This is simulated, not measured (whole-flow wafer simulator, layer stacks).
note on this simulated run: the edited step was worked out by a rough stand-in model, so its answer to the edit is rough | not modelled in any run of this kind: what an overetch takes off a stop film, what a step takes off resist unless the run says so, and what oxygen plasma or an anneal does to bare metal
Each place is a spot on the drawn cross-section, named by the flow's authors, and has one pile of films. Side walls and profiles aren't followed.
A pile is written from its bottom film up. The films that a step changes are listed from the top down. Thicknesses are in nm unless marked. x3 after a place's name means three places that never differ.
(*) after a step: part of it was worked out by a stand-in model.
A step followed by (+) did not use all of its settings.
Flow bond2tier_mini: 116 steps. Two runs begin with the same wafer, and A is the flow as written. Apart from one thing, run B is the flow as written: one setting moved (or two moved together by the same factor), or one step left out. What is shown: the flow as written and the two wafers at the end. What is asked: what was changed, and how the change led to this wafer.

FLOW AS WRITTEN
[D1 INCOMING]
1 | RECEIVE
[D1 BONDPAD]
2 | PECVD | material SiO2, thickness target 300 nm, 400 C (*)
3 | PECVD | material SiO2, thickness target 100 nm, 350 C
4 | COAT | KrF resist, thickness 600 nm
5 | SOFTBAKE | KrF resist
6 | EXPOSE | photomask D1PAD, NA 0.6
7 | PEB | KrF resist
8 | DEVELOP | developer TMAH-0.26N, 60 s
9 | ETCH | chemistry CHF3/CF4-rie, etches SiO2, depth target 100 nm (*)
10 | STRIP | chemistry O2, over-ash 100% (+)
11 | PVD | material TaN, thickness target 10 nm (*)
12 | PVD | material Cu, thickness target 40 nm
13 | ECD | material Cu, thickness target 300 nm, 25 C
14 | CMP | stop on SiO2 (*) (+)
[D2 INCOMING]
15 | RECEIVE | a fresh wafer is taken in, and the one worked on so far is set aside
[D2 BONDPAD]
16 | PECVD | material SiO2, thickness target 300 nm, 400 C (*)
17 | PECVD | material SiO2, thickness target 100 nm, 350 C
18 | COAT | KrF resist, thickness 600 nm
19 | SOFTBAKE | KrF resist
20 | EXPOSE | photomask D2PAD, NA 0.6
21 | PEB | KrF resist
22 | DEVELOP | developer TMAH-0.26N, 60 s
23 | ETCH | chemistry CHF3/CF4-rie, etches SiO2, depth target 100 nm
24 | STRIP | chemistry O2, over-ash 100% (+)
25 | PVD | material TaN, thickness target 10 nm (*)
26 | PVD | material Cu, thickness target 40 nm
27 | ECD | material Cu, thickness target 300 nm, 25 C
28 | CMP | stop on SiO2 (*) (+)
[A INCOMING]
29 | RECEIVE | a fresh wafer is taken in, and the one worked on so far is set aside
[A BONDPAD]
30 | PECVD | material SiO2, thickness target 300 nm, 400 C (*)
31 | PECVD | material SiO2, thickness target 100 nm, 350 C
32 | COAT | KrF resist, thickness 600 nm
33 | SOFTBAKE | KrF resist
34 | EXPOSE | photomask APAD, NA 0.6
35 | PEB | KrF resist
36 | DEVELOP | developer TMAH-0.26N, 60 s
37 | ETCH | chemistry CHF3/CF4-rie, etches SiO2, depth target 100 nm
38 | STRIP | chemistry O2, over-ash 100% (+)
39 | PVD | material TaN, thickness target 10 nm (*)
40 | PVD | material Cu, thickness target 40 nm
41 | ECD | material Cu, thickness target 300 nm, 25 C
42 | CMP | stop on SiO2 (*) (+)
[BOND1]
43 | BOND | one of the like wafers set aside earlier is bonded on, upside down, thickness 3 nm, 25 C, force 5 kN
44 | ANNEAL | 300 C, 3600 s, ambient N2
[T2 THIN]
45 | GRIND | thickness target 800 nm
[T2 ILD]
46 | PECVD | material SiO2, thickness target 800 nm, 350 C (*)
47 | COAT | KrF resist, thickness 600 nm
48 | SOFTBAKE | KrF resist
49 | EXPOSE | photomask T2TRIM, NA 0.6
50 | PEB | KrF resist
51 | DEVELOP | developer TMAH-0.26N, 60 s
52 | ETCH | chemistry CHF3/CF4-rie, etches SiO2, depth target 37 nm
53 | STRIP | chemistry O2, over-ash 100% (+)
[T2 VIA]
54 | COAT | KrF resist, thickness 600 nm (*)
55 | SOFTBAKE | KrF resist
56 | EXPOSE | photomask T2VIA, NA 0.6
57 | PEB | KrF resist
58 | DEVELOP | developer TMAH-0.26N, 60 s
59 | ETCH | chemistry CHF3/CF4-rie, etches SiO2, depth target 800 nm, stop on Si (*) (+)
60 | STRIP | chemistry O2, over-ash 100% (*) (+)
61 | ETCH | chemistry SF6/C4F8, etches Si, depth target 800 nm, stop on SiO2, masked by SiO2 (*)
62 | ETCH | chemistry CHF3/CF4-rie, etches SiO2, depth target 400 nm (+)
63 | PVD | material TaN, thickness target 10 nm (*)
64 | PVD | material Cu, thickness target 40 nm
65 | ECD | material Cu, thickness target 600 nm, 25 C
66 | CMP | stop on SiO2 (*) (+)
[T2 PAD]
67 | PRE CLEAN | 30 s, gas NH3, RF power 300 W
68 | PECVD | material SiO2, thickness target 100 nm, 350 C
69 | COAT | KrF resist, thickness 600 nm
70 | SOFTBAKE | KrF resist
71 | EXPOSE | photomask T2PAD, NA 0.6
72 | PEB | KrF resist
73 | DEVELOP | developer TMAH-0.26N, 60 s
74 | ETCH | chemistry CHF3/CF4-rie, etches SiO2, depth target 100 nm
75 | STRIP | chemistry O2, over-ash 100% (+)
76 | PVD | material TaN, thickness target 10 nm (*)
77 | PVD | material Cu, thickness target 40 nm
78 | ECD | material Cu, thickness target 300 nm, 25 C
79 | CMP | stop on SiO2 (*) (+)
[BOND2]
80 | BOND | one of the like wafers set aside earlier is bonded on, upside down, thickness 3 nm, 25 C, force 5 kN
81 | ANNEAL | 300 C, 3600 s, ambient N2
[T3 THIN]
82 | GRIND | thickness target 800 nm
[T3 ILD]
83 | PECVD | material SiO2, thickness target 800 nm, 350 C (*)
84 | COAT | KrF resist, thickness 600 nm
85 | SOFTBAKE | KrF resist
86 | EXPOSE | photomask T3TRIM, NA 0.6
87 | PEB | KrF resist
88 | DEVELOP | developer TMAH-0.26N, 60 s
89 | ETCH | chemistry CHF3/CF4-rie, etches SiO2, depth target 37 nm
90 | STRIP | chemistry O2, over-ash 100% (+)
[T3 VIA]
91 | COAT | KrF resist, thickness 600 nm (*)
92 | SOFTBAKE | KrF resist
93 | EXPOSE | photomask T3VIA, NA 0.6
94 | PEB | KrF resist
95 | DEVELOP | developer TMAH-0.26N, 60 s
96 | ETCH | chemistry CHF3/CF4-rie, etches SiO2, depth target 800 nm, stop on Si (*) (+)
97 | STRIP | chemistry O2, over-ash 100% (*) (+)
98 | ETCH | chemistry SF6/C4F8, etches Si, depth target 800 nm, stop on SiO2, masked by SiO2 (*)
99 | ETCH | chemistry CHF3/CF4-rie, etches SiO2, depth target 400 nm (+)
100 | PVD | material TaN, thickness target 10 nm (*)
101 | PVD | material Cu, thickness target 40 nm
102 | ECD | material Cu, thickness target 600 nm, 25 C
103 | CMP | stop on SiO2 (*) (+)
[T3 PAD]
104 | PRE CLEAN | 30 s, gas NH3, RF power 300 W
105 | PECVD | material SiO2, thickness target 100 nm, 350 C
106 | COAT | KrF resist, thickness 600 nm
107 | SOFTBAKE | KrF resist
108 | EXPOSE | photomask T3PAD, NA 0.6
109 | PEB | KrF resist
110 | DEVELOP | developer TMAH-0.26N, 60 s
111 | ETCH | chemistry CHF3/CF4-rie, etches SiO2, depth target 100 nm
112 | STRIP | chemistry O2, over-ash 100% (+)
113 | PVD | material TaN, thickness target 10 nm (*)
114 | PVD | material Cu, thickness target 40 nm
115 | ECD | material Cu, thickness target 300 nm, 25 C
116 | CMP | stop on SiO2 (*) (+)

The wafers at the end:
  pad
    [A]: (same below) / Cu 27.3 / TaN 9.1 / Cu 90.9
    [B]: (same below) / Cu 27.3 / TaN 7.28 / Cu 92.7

Cause: step 113, PVD: thickness target 8 nm was run, while the flow as written has thickness target 10 nm.

How this came from the change, step by step:
  113 | PVD | material TaN, thickness target 10 nm (*)
      field: A +10 TaN (new film) | B +8 TaN (new film)
      pad: A +9.1 TaN (new film) | B +7.28 TaN (new film)
  116 | CMP | stop on SiO2 (*) (+)
      field: A -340 Cu (all of it), -10 TaN (all of it) | B -340 Cu (all of it), -8 TaN (all of it)
